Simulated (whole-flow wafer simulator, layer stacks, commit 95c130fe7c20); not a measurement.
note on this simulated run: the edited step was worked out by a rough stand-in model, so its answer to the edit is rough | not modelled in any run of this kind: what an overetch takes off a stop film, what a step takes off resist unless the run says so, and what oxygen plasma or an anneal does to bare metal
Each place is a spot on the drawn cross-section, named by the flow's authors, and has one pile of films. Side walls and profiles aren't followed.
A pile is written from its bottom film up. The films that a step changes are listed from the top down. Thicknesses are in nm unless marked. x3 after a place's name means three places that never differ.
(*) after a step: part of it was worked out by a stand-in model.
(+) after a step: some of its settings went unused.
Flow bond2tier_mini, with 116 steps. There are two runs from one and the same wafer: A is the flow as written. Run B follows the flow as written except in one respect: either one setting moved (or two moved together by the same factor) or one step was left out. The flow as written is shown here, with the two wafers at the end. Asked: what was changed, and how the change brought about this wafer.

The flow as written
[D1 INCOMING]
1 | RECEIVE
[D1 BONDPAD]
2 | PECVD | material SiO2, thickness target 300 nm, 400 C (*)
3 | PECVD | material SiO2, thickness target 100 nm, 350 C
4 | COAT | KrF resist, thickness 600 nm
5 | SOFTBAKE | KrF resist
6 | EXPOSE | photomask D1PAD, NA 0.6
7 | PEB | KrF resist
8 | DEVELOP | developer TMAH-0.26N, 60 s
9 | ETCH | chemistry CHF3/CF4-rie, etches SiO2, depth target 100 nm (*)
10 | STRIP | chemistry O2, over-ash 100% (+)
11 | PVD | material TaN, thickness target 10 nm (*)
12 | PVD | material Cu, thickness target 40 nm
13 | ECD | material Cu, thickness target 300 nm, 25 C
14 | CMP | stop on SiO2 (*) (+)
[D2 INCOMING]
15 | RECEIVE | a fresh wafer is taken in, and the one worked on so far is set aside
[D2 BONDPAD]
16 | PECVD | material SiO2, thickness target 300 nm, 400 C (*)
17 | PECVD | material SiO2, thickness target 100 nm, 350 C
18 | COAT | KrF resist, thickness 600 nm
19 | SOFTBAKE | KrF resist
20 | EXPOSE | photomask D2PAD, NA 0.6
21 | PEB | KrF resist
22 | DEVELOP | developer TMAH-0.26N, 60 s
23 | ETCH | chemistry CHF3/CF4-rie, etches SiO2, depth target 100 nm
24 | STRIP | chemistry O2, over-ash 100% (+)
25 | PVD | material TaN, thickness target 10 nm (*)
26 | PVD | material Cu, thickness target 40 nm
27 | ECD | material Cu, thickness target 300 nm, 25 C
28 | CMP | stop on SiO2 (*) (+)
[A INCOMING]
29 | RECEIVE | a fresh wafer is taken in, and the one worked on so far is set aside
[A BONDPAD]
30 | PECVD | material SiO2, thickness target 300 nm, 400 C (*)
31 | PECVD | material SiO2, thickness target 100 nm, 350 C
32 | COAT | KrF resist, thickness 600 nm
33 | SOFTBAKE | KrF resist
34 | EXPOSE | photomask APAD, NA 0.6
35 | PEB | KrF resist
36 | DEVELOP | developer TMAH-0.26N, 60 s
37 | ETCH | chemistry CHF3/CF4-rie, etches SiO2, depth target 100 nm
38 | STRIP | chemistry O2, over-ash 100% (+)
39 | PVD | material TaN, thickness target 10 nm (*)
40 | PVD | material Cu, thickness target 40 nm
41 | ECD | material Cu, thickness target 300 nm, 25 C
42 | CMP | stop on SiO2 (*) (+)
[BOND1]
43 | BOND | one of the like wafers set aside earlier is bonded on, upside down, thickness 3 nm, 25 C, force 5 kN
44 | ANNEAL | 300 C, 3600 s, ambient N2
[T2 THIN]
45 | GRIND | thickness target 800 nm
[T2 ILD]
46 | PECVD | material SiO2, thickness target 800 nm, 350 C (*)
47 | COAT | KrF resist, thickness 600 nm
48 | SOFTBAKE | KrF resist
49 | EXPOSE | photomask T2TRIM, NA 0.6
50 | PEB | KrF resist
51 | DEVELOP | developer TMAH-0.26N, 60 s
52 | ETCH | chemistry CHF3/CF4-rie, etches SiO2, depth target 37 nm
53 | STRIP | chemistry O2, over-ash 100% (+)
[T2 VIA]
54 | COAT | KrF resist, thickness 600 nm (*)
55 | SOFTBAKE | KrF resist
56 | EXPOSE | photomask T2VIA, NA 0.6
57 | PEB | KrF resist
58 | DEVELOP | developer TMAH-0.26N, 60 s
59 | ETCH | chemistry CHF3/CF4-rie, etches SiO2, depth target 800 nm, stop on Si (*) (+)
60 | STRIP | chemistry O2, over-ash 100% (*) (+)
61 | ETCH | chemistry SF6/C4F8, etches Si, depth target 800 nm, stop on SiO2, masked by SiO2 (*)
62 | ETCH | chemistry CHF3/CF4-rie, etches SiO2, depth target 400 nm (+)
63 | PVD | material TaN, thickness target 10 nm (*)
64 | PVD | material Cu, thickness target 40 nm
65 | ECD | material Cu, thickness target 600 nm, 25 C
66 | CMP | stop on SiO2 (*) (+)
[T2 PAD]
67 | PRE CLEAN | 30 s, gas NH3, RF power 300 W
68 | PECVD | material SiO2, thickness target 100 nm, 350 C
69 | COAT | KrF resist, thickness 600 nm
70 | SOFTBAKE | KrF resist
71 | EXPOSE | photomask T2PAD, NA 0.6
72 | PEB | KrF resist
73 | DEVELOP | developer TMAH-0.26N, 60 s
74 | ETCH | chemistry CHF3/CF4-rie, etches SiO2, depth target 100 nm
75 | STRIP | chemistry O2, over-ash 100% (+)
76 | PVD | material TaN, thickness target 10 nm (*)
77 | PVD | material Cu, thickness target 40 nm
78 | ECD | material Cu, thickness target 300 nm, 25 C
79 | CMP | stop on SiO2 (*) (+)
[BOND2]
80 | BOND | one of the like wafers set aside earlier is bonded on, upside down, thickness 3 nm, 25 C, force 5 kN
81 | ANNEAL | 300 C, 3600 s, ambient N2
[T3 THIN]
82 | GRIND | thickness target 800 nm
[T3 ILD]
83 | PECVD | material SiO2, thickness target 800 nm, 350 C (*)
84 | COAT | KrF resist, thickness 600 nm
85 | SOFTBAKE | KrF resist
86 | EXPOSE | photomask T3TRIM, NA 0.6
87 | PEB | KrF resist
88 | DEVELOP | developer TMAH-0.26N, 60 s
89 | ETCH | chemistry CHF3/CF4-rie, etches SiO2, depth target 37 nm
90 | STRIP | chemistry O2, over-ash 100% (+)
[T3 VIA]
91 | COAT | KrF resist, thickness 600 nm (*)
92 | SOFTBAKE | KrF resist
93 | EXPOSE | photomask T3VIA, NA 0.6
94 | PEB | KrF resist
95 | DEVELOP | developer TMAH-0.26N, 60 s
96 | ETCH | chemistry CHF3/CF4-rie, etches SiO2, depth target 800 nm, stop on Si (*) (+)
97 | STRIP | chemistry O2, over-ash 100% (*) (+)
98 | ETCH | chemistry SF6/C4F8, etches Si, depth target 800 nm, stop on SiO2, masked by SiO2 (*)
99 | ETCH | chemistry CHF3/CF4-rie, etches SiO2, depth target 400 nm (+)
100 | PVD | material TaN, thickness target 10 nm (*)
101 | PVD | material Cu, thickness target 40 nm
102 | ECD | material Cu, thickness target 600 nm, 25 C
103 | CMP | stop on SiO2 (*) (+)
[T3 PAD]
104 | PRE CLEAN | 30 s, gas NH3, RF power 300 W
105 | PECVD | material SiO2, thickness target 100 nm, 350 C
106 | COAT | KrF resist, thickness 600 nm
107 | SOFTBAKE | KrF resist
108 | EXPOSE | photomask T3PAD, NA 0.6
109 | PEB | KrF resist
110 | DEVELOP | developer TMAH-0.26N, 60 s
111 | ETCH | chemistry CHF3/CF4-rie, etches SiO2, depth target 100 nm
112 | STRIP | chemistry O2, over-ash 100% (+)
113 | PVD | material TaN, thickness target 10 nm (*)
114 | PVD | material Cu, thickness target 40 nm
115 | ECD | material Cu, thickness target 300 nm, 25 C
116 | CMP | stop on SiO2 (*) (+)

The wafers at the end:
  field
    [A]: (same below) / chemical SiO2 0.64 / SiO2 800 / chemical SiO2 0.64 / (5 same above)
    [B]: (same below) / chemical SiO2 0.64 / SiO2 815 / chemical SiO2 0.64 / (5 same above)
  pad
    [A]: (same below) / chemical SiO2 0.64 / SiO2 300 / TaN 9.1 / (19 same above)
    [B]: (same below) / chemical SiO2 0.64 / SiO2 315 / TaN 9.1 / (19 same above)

What caused this: step 30, PECVD: thickness target 315 nm was run, while the flow as written has thickness target 300 nm.
One can read it off the wafer: pad has SiO2 315, and step 30 as written asks for 300 nm.

How this came from the change, step by step:
  30 | PECVD | material SiO2, thickness target 300 nm, 400 C (*)
      field, pad, via: A SiO2 gains 300 (new film) | B SiO2 gains 315 (new film)
